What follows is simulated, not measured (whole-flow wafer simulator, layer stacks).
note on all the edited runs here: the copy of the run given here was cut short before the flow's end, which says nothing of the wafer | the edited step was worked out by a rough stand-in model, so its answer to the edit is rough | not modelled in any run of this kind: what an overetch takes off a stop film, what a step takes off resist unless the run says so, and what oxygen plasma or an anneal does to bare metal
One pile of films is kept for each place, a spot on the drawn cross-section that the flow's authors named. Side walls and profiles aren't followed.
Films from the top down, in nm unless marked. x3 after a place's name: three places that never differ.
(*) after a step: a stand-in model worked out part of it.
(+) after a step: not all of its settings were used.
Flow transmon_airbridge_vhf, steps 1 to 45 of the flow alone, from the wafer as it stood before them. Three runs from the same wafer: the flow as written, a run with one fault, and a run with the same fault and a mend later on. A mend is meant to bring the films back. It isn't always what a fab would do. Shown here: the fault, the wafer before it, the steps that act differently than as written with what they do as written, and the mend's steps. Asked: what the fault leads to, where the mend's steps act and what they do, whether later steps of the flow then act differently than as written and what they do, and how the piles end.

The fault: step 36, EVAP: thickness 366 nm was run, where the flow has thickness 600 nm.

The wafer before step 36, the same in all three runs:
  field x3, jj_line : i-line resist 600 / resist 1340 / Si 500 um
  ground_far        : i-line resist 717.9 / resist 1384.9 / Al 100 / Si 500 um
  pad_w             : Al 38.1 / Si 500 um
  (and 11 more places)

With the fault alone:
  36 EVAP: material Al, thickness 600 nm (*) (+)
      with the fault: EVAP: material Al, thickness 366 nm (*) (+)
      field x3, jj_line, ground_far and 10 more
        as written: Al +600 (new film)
        with the fault: Al +366 (new film)
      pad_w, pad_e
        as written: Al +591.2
        with the fault: Al +360.7
  Later steps of the flow that act differently than as written:
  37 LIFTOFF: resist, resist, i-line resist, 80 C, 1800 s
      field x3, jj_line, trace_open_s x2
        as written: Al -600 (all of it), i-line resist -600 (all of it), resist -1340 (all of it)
        with the fault: Al -366 (all of it), i-line resist -600 (all of it), resist -1340 (all of it)
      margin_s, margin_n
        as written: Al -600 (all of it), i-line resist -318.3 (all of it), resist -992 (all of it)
        with the fault: Al -366 (all of it), i-line resist -318.3 (all of it), resist -992 (all of it)
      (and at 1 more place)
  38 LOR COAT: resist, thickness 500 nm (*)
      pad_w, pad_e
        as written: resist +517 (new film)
        with the fault: resist +537.3 (new film)
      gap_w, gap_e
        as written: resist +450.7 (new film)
        with the fault: resist +460.2 (new film)
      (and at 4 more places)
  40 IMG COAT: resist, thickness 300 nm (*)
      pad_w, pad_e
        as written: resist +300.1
        with the fault: resist +310.9
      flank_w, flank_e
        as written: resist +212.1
        with the fault: resist +220
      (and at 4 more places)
  At the end the piles differ from the flow's by more than 2% or 0.5 nm, whichever is larger, at pad_w, flank_w, gap_w and 7 more.
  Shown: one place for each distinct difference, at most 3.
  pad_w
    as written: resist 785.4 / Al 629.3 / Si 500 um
    with the fault: resist 816.5 / Al 398.7 / Si 500 um
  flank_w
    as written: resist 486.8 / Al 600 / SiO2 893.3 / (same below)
    with the fault: resist 500.5 / Al 366 / SiO2 893.3 / (same below)
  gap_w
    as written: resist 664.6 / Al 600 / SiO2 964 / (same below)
    with the fault: resist 682 / Al 366 / SiO2 964 / (same below)

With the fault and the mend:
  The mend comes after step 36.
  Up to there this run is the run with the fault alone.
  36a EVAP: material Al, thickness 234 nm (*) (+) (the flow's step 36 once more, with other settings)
      field x3, jj_line, ground_far and 10 more
        Al +234
      pad_w, pad_e
        Al +230.5
  No later step of the flow acts differently than as written, at any place that is followed, by more than 2% or 0.5 nm, whichever is larger.
  At the end the piles differ from the flow's only slightly at the places that both follow, by at most 2% or 0.5 nm, whichever is larger.
